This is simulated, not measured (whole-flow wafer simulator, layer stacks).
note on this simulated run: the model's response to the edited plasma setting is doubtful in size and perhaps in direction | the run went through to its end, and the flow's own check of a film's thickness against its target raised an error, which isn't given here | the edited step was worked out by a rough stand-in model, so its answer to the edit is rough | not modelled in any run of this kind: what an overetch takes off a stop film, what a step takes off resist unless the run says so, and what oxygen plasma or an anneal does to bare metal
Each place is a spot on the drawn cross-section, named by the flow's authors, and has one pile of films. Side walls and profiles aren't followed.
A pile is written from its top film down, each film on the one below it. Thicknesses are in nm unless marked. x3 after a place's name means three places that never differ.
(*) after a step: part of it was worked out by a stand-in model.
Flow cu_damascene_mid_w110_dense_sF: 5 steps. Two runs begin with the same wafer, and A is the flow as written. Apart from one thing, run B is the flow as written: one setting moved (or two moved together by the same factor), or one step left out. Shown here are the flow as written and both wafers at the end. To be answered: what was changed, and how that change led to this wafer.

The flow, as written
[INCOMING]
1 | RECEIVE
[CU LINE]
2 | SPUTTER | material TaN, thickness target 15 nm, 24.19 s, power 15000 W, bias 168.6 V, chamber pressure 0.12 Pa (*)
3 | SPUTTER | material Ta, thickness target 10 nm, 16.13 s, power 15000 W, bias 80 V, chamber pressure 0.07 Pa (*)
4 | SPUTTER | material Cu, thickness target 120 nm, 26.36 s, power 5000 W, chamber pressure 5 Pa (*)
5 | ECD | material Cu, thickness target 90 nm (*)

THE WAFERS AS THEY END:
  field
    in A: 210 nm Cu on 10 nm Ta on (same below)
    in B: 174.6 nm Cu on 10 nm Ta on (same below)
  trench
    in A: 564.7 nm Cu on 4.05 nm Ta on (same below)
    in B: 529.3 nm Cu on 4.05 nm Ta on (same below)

The reason: step 4, SPUTTER: power 3810 W was run, though the flow has power 5000 W.

Step by step, how the change led to this:
  4 | SPUTTER | material Cu, thickness target 120 nm, 26.36 s, power 5000 W, chamber pressure 5 Pa (*)
      field: A +120 Cu (new film) | B +84.6 Cu (new film)
      trench: A +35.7 Cu (new film) | B +29.5 Cu (new film)
  5 | ECD | material Cu, thickness target 90 nm (*)
      trench: A +529 Cu | B +499.8 Cu
